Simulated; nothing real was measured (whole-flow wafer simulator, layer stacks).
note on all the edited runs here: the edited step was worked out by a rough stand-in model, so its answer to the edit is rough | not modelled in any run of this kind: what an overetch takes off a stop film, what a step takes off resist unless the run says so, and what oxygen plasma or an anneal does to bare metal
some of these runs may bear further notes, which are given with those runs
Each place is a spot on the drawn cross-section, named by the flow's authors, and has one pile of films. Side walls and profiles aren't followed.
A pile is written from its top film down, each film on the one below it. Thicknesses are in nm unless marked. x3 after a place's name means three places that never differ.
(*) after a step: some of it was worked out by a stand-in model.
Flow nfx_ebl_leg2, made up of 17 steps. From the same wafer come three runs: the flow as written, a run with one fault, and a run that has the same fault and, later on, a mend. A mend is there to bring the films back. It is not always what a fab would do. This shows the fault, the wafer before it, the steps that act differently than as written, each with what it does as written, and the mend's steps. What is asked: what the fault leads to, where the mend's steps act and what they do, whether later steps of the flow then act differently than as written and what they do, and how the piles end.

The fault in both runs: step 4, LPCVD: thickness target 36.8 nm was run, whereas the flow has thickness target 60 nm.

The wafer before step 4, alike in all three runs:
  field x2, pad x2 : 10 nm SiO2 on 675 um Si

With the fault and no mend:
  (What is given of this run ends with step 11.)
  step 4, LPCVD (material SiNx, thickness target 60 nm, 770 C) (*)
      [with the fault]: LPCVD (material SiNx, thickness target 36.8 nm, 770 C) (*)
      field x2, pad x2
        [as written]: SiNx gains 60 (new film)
        [with the fault]: SiNx gains 36.8 (new film)
  Later steps of the flow up to step 11 that are run all act as written at every place that is followed.
  The piles after step 11 differ from the flow's at field x2, pad x2 by more than 2% or 0.5 nm, whichever is larger.
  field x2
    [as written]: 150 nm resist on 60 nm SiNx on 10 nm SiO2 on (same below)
    [with the fault]: 150 nm resist on 36.8 nm SiNx on 10 nm SiO2 on (same below)
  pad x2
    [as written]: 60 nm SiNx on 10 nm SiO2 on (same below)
    [with the fault]: 36.8 nm SiNx on 10 nm SiO2 on (same below)

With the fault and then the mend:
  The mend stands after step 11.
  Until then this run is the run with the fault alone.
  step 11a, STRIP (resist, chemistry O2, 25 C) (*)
      field x2
        resist loses 150 (all of it)
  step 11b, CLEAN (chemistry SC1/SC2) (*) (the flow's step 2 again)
      does not change any film at any place that is followed
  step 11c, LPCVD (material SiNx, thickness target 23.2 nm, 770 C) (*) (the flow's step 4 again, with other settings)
      field x2, pad x2
        SiNx gains 23.2
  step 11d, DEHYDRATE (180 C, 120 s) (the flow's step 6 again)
      does not change any film at any place that is followed
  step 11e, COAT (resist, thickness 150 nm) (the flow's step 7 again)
      field x2, pad x2
        resist gains 150 (new film)
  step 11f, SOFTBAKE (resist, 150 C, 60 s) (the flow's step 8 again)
      does not change any film at any place that is followed
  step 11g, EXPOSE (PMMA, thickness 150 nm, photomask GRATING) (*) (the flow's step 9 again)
      does not change any film at any place that is followed
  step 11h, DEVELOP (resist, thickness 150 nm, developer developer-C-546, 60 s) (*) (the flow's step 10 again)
      pad x2
        resist loses 150 (all of it)
  Later steps of the flow that are run all act as written at every place that is followed.
  The piles end the same as the flow's at every place that both follow.
